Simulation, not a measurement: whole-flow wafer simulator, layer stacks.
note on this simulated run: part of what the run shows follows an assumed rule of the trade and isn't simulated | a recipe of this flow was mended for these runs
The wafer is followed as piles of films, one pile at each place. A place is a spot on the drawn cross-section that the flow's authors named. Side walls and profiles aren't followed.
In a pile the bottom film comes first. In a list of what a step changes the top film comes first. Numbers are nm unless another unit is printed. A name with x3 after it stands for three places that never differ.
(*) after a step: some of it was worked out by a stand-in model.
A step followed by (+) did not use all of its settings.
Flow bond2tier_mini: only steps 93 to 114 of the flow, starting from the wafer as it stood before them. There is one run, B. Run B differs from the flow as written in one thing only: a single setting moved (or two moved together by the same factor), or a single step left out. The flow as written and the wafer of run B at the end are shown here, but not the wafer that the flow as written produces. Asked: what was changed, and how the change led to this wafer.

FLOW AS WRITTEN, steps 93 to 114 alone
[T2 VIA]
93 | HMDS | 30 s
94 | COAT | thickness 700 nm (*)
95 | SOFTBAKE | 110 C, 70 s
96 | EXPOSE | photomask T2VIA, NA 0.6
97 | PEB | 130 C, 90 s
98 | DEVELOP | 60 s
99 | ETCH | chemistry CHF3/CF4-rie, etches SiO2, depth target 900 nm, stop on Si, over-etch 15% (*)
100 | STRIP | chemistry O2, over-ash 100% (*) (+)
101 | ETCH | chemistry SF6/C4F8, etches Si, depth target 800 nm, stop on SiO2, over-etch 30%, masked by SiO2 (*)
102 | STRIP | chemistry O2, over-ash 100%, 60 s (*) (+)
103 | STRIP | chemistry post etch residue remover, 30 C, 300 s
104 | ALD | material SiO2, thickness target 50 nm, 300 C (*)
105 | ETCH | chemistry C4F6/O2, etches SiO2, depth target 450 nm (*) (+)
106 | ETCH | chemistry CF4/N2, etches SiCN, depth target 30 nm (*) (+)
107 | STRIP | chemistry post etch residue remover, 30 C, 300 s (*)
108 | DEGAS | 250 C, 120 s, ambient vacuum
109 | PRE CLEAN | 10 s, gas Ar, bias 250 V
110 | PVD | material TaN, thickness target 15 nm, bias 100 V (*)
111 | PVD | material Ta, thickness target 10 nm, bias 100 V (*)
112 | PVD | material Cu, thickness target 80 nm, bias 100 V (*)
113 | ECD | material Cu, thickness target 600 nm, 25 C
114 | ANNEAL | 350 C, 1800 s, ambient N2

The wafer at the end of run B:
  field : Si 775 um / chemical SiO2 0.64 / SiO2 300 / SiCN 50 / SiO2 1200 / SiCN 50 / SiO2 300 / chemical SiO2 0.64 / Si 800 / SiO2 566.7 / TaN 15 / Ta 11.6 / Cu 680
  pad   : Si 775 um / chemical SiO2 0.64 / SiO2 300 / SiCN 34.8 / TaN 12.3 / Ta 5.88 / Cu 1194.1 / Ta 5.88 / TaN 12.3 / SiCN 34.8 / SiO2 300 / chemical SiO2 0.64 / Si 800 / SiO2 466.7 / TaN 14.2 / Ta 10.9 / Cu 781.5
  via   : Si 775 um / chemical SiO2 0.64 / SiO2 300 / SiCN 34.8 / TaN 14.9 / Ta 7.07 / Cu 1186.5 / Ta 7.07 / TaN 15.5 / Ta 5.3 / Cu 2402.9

The reason: step 111, PVD: thickness target 11.6 nm was run, whereas the flow has thickness target 10 nm.
The wafer lets one read it off: field has Ta 11.6, and step 111 as written asks for 10 nm.

How this came from the change, step by step:
  111 | PVD | material Ta, thickness target 10 nm, bias 100 V (*)
      field: Ta gains 11.6 (new film) (as written it would have been: Ta gains 10 (new film))
      pad: Ta gains 10.9 (new film) (as written it would have been: Ta gains 9.42 (new film))
      (and at 1 other place as well)
